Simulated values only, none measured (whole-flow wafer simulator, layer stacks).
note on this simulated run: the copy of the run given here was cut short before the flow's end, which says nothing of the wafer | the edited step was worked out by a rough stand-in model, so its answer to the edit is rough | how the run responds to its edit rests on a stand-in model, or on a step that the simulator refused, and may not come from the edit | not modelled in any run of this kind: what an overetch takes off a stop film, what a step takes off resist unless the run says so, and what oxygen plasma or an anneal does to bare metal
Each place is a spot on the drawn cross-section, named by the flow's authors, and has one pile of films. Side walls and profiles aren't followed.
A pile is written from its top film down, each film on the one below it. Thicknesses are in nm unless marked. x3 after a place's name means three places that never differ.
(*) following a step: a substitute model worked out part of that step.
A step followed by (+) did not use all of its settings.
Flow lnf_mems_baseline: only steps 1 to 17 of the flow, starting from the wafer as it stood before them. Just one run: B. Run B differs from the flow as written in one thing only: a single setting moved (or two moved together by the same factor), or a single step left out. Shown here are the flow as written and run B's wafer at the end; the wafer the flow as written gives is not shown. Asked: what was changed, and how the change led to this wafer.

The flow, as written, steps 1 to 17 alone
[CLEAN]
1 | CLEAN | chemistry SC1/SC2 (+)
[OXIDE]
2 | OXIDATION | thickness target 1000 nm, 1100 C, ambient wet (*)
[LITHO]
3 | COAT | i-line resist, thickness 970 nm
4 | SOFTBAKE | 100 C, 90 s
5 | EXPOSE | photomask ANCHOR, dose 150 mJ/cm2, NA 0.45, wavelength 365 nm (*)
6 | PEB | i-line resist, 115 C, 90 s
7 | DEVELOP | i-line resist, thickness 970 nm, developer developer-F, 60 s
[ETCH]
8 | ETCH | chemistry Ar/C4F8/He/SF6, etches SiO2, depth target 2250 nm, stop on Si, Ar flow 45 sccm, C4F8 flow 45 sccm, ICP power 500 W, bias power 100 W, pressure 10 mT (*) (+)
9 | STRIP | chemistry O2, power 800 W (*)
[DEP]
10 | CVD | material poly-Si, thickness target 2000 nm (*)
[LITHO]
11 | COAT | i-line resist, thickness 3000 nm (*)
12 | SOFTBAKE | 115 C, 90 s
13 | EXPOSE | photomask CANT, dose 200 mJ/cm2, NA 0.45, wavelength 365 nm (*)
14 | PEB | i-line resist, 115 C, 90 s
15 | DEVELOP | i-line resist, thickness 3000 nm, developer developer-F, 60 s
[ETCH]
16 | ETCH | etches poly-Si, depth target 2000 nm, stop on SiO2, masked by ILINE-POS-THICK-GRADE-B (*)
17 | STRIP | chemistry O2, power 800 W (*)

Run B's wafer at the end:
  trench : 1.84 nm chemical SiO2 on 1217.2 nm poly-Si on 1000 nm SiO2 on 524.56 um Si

What caused this: step 16, ETCH: depth target 782 nm was run, though the flow has depth target 2000 nm.

Step by step, how the change led to this:
  16 | ETCH | etches poly-Si, depth target 2000 nm, stop on SiO2, masked by ILINE-POS-THICK-GRADE-B (*)
      trench, char_slit: -782 poly-Si (in the flow as written it would be: -2000 poly-Si (all of it))
      field, anchor, beam: -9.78 i-line resist (in the flow as written it would be: -25 i-line resist)
  17 | STRIP | chemistry O2, power 800 W (*)
      trench, char_slit: +1.84 chemical SiO2 (new film), -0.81 poly-Si (in the flow as written it would be: nothing)
